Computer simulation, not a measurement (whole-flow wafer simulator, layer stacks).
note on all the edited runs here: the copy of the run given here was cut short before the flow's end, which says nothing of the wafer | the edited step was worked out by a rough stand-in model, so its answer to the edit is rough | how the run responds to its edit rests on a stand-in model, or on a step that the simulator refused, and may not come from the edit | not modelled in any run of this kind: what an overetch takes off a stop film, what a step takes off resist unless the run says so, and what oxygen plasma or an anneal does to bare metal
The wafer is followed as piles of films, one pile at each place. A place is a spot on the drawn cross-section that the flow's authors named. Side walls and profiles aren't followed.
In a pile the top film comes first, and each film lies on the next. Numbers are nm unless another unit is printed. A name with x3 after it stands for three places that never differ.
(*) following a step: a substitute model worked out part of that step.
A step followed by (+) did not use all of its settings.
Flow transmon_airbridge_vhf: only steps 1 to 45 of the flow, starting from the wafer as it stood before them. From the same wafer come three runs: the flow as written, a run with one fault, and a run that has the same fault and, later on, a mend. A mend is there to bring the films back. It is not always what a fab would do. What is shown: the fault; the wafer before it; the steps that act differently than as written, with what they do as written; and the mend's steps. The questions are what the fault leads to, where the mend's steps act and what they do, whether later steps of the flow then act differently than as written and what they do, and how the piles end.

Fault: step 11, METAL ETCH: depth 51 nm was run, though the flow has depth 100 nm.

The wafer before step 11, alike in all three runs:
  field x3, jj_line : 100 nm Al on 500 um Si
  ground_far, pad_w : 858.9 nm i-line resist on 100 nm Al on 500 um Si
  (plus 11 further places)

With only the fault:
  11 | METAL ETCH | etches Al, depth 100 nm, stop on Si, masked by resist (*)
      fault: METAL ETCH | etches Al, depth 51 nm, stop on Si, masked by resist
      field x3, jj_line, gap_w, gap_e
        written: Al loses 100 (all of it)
        fault: Al loses 51
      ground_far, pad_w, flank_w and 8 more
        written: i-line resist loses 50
        fault: i-line resist loses 25.5
  Steps further on in the flow that do not act as written (not shown: 13 more steps that differ only slightly, by at most 2% or 0.5 nm, whichever is larger):
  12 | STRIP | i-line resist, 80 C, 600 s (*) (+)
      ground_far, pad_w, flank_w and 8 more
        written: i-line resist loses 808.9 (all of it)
        fault: i-line resist loses 833.4 (all of it)
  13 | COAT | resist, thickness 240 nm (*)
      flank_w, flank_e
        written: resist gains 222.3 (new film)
        fault: resist gains 230.5 (new film)
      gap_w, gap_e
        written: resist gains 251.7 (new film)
        fault: resist gains 246.2 (new film)
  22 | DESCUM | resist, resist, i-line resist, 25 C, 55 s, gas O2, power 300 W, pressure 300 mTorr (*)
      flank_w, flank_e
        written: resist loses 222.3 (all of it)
        fault: resist loses 230.5 (all of it)
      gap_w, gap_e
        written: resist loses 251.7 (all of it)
        fault: resist loses 246.2 (all of it)
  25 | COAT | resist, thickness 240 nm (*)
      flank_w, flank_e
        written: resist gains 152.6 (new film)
        fault: resist gains 158.5 (new film)
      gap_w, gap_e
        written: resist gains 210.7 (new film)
        fault: resist gains 205.4 (new film)
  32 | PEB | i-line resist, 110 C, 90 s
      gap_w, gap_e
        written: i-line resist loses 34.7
        fault: i-line resist loses 34
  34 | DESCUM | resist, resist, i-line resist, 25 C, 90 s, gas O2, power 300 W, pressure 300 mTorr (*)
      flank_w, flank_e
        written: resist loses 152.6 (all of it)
        fault: resist loses 158.5 (all of it)
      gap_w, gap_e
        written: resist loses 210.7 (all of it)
        fault: resist loses 205.4 (all of it)
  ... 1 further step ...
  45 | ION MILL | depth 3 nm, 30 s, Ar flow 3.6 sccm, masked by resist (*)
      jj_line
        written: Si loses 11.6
        fault: Al loses 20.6
  At field x3, jj_line, gap_w, gap_e, the piles at the end differ from the flow's by more than 2% or 0.5 nm, whichever is larger.
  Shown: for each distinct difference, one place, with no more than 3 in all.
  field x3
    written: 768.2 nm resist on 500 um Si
    fault: 768.2 nm resist on 49 nm Al on 500 um Si
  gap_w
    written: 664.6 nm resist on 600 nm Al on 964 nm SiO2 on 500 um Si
    fault: 651.4 nm resist on 600 nm Al on 964 nm SiO2 on 49 nm Al on 500 um Si
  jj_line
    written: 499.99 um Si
    fault: 28.4 nm Al on 500 um Si

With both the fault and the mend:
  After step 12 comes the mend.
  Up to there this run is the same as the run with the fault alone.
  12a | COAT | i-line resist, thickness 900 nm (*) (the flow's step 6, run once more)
      field x3, jj_line, trace_open_s x2, margin_s, bridge_strip, margin_n
        i-line resist gains 900 (new film)
      pad_w, pad_e
        i-line resist gains 893.7 (new film)
      flank_w, flank_e
        i-line resist gains 888 (new film)
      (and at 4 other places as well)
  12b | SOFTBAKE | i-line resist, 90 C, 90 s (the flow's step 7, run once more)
      flank_w, flank_e
        i-line resist loses 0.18
      gap_w, gap_e
        i-line resist gains 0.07
      cpw_trace
        i-line resist loses 0.04
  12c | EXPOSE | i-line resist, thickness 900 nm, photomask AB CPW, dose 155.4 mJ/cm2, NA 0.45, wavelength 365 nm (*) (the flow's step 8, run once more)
      leaves every film unchanged at each place that is followed
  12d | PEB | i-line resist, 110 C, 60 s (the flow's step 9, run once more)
      field x3, jj_line, trace_open_s x2, margin_s, bridge_strip, margin_n
        i-line resist loses 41
      pad_w, cpw_trace, pad_e
        i-line resist loses 40.7
      flank_w, flank_e
        i-line resist loses 40.5
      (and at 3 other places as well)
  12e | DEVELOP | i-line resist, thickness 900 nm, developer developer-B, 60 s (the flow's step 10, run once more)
      cpw_trace, trace_open_s x2, margin_s, bridge_strip, margin_n
        i-line resist loses 0.03
      field x3, jj_line
        i-line resist loses 859 (all of it)
      gap_w, gap_e
        i-line resist loses 885.6 (all of it)
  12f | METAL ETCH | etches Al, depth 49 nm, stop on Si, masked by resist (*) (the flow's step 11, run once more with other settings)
      ground_far, pad_w, flank_w and 8 more
        i-line resist loses 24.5
      field x3, jj_line, gap_w, gap_e
        Al loses 49 (all of it)
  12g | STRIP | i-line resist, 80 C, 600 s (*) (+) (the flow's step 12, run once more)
      trace_open_s x2, margin_s, bridge_strip, margin_n
        i-line resist loses 834.4 (all of it)
      pad_w, pad_e
        i-line resist loses 828.5 (all of it)
      flank_w, flank_e
        i-line resist loses 822.9 (all of it)
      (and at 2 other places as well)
  Every later step of the flow that is run acts as written at every place that is followed.
  The piles end the same as the flow's at every place that both follow.
